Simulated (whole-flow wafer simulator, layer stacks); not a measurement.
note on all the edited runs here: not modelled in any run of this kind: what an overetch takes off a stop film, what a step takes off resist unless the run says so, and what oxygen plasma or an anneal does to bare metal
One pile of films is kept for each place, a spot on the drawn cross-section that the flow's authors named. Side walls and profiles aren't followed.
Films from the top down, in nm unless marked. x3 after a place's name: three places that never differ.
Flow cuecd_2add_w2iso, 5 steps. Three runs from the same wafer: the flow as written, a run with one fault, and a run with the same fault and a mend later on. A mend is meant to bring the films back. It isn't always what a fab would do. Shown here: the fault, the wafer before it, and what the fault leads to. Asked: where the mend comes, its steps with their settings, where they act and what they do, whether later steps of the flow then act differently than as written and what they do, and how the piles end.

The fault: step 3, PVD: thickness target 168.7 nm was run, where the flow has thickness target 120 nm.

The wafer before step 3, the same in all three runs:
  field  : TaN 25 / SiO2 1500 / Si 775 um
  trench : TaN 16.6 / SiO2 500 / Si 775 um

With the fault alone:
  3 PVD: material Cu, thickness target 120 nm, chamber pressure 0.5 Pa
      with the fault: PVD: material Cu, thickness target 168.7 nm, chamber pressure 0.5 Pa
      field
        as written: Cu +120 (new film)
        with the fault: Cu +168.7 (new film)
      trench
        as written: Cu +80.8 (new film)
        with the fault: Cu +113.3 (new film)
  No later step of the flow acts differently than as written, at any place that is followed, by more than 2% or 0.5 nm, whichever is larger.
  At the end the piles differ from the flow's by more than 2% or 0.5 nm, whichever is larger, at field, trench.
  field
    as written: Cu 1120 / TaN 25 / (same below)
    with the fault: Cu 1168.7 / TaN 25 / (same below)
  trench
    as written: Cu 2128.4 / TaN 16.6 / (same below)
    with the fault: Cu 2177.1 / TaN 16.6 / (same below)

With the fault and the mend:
  The mend comes after step 3.
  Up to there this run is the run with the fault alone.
  3a ETCH: chemistry cu recess dil, depth target 193.8 nm
      field
        Cu -168.7 (all of it)
      trench
        Cu -113.3 (all of it)
  3b PVD: material Cu, thickness target 120 nm, chamber pressure 0.5 Pa (the flow's step 3 once more)
      field
        Cu +120 (new film)
      trench
        Cu +80.8 (new film)
  No later step of the flow acts differently than as written at any place that is followed.
  At the end the piles are the same as the flow's at every place that both follow.
